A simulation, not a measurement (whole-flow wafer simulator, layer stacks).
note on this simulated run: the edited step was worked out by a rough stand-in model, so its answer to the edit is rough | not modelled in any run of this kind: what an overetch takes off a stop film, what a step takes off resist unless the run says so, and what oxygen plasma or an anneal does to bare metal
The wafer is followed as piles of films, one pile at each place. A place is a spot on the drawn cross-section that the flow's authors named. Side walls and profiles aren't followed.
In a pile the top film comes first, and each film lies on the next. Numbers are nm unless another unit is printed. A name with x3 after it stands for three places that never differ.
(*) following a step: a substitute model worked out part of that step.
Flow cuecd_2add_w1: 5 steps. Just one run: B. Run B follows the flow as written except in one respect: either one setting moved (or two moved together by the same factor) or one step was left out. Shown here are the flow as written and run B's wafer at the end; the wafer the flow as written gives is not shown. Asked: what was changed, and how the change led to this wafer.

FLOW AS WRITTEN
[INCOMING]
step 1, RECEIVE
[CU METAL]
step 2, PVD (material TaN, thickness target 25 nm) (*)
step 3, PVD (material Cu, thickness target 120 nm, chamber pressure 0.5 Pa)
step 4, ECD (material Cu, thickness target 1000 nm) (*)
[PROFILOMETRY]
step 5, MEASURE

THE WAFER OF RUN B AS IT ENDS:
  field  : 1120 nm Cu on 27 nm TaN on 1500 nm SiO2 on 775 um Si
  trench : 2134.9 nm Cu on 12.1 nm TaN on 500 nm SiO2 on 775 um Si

The reason: step 2, PVD: thickness target 27 nm was run, whereas the flow has thickness target 25 nm.
One can read it off the wafer: field has TaN 27, and step 2 as written asks for 25 nm.

Step by step, how the change led to this:
  step 2, PVD (material TaN, thickness target 25 nm) (*)
      field: +27 TaN (new film) (it would be, as written: +25 TaN (new film))
      trench: +12.1 TaN (new film) (it would be, as written: +11.2 TaN (new film))
